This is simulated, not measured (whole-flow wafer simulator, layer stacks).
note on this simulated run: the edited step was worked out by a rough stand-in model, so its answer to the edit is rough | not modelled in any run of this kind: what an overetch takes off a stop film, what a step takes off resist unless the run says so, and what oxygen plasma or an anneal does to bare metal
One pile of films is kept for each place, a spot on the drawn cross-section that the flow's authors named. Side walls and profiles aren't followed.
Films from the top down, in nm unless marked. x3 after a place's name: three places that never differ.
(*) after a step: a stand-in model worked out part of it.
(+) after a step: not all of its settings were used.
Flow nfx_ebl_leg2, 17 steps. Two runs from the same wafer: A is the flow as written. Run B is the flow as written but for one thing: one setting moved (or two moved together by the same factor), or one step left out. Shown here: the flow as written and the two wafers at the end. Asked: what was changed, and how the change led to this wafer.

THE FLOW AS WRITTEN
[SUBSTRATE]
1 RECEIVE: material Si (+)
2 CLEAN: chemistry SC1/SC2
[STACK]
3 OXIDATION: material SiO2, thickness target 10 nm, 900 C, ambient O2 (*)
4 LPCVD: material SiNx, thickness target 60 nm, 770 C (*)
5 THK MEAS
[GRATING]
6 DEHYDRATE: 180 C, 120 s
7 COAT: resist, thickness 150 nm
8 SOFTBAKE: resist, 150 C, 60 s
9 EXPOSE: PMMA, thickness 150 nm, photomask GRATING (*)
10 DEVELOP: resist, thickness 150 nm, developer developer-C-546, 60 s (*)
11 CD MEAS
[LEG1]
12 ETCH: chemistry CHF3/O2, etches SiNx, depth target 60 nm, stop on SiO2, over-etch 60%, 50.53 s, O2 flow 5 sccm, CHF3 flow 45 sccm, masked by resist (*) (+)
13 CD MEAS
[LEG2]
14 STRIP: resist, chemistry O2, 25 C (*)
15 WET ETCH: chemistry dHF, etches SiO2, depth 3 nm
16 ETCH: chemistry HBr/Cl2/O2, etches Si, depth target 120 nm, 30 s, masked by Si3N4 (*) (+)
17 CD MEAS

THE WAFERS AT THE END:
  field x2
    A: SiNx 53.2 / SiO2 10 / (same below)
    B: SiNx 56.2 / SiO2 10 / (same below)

The cause: step 4, LPCVD: thickness target 63 nm was run, where the flow has thickness target 60 nm.

How the change led to this, step by step:
  4 LPCVD: material SiNx, thickness target 60 nm, 770 C (*)
      field x2, pad x2: A SiNx +60 (new film) | B SiNx +63 (new film)
  12 ETCH: chemistry CHF3/O2, etches SiNx, depth target 60 nm, stop on SiO2, over-etch 60%, 50.53 s, O2 flow 5 sccm, CHF3 flow 45 sccm, masked by resist (*) (+)
      pad x2: A SiNx -60 (all of it), SiO2 -10 (all of it) | B SiNx -63 (all of it), SiO2 -10 (all of it)
